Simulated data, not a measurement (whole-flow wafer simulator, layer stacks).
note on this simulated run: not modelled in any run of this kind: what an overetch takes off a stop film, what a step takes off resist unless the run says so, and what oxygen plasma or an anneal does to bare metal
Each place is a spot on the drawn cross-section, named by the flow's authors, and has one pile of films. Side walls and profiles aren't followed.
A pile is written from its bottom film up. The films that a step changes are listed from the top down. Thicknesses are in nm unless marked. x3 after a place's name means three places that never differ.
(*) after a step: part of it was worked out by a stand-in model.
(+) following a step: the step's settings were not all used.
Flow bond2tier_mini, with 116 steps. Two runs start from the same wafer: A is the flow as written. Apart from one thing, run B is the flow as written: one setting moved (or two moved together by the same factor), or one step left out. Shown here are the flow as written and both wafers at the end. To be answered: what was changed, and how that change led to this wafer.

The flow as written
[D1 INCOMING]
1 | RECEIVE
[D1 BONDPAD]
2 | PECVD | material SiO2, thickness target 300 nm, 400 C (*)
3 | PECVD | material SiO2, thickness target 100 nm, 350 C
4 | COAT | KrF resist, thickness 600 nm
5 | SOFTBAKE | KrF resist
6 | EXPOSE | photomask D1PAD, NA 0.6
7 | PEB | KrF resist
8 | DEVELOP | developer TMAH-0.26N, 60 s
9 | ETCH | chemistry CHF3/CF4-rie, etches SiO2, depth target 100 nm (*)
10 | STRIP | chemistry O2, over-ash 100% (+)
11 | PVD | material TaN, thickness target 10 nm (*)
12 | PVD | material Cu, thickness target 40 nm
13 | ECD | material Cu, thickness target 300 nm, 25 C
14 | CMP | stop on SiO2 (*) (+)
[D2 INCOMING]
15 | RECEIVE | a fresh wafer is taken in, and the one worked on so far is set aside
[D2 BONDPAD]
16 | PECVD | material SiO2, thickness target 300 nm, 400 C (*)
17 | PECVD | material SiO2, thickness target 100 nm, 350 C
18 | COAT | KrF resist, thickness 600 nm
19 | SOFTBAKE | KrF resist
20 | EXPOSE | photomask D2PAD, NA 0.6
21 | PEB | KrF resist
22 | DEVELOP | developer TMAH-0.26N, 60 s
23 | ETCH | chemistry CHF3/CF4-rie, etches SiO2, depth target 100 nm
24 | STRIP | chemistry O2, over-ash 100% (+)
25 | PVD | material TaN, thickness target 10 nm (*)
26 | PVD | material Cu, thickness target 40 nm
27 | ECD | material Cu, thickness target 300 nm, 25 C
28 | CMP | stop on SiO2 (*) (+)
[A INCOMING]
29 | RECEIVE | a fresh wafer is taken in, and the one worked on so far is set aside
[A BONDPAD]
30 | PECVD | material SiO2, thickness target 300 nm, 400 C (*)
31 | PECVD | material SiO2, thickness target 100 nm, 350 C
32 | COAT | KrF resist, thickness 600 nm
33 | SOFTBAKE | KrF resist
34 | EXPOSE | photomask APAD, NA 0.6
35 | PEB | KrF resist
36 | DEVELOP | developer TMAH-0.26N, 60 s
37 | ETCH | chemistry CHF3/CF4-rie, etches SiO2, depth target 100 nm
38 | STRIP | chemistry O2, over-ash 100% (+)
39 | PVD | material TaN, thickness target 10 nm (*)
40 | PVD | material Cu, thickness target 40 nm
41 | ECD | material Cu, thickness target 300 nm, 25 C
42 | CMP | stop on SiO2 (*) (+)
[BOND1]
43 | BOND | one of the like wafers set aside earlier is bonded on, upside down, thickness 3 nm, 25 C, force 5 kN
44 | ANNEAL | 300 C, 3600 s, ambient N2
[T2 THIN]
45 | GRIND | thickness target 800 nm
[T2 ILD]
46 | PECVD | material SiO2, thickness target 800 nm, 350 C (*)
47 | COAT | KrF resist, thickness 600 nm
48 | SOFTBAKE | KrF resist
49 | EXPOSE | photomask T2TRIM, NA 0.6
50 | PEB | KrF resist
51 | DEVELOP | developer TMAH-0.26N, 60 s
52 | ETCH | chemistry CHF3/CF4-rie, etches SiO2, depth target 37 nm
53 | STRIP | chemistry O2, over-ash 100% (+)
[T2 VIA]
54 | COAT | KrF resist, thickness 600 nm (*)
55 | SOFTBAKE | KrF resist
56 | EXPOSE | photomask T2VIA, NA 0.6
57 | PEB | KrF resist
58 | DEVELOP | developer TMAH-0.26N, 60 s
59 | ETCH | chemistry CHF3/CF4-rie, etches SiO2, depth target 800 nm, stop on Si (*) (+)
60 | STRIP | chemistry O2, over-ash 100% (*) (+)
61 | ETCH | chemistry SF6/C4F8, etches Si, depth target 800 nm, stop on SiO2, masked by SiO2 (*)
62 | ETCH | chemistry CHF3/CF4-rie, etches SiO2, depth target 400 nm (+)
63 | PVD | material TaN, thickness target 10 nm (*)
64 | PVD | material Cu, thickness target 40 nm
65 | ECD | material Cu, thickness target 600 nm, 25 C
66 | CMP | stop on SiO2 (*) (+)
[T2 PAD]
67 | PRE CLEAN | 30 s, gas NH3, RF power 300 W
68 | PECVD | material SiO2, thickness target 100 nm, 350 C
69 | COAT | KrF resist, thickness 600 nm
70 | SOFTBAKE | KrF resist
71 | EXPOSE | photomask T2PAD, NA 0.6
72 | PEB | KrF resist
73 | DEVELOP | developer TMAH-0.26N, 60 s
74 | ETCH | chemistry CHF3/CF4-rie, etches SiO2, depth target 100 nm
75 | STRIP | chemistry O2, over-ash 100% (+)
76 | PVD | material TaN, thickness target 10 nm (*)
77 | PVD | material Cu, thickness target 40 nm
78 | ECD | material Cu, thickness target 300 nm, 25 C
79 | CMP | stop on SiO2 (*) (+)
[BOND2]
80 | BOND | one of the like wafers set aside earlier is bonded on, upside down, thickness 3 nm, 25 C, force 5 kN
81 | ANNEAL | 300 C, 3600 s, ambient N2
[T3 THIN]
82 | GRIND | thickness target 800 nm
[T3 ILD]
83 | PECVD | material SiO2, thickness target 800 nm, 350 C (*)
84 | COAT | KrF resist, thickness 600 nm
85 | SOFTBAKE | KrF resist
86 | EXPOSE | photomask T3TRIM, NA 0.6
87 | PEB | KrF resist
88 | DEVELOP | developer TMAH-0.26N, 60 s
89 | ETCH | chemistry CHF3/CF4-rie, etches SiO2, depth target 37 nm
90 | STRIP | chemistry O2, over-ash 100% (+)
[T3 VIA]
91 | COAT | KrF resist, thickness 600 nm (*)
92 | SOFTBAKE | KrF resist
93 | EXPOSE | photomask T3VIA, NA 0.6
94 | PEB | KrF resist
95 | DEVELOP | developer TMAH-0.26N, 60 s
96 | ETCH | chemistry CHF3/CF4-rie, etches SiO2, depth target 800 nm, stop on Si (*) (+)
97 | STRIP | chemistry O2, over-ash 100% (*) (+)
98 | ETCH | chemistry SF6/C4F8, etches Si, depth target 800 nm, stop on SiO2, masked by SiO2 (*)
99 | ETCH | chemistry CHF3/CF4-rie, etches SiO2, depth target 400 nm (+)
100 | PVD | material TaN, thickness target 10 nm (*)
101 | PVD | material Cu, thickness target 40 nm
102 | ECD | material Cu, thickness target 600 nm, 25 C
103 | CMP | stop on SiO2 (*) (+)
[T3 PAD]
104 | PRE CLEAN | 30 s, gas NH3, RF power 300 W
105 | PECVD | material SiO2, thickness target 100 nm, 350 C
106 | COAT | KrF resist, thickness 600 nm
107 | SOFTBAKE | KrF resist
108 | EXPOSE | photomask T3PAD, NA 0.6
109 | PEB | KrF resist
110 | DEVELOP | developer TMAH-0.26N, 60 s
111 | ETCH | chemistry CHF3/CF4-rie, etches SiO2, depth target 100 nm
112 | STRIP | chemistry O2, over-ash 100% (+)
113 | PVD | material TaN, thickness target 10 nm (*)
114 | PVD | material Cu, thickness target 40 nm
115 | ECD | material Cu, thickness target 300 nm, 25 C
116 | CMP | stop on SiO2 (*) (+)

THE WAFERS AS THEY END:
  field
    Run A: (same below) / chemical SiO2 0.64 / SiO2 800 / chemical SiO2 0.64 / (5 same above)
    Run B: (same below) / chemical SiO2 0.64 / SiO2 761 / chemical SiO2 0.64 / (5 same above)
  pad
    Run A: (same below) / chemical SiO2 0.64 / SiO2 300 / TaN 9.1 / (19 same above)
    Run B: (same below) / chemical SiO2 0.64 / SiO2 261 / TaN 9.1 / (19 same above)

What caused this: step 31, PECVD: thickness target 61 nm was run, whereas the flow has thickness target 100 nm.

How this came from the change, step by step:
  31 | PECVD | material SiO2, thickness target 100 nm, 350 C
      field, pad, via: A +100 SiO2 | B +61 SiO2
